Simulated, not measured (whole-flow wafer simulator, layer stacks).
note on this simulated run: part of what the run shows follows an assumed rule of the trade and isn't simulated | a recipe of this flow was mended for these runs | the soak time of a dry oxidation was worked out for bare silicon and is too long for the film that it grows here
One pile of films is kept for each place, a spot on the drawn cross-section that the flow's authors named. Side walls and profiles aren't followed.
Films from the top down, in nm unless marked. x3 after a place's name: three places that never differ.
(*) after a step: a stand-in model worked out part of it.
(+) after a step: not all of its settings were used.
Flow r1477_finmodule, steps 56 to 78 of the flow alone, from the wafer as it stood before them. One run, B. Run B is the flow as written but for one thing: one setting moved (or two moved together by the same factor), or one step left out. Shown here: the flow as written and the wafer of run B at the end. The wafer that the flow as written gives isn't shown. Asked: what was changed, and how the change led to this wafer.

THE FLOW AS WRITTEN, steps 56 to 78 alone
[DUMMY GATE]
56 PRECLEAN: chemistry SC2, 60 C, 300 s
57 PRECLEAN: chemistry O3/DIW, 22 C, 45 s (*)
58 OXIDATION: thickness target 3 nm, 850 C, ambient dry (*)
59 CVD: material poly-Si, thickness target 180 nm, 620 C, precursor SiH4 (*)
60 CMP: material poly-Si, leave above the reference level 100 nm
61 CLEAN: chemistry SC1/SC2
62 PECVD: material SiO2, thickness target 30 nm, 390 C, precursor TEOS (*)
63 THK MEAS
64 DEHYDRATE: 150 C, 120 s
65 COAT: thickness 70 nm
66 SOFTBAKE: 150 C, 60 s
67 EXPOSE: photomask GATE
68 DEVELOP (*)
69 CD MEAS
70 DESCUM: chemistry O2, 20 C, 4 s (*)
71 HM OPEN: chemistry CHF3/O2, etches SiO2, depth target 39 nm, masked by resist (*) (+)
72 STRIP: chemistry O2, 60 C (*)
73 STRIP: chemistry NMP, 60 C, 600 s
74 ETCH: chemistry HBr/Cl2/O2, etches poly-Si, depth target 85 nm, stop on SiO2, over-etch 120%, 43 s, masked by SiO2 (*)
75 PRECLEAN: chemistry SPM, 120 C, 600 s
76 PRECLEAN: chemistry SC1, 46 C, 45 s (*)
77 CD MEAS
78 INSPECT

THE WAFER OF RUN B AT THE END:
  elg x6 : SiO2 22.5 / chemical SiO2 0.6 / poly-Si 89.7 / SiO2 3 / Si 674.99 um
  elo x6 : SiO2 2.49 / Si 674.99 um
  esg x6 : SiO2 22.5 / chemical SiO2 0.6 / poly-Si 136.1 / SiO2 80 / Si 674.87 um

The cause: step 59, CVD: thickness target 90 nm was run, where the flow has thickness target 180 nm.

How the change led to this, step by step:
  59 CVD: material poly-Si, thickness target 180 nm, 620 C, precursor SiH4 (*)
      esg x6, s40cg x3, eso x6, s40co x3: poly-Si +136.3 (new film) (as written it would be: poly-Si +226.3 (new film))
      pad, padg, elg x6, e200lg, elo x6, e200lo: poly-Si +90 (new film) (as written it would be: poly-Si +180 (new film))
      (and at 2 more places)
  60 CMP: material poly-Si, leave above the reference level 100 nm
      elg x6, esg x6, e200lg, s40cg x3, elo x6, eso x6, e200lo, s40co x3: nothing (as written it would be: poly-Si -80)
      pad, padg: nothing (as written it would be: poly-Si -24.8)
      (and at 2 more places)
  65 COAT: thickness 70 nm
      e200lg, e200lo: e-beam-resist +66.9 (new film) (as written it would be: e-beam-resist +70 (new film))
      e200sg, e200so: e-beam-resist +81.7 (new film) (as written it would be: e-beam-resist +70 (new film))
  68 DEVELOP (*)
      e200lo: e-beam-resist -66.9 (all of it) (as written it would be: e-beam-resist -70 (all of it))
      e200so: e-beam-resist -81.7 (all of it) (as written it would be: e-beam-resist -70 (all of it))
  72 STRIP: chemistry O2, 60 C (*)
      e200lg: e-beam-resist -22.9 (all of it) (as written it would be: e-beam-resist -25.9 (all of it))
      e200sg: e-beam-resist -37.6 (all of it) (as written it would be: e-beam-resist -25.9 (all of it))
  74 ETCH: chemistry HBr/Cl2/O2, etches poly-Si, depth target 85 nm, stop on SiO2, over-etch 120%, 43 s, masked by SiO2 (*)
      eso x6, s40co x3: chemical SiO2 -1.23 (all of it), poly-Si -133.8 (all of it), SiO2 -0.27 (as written it would be: chemical SiO2 -1.12 (all of it), poly-Si -143.9 (all of it), SiO2 -0.22)
      elo x6, e200lo: chemical SiO2 -1.23 (all of it), poly-Si -87.5 (all of it), SiO2 -0.5 (as written it would be: chemical SiO2 -1.12 (all of it), poly-Si -97.6 (all of it), SiO2 -0.45)
      (and at 2 more places)
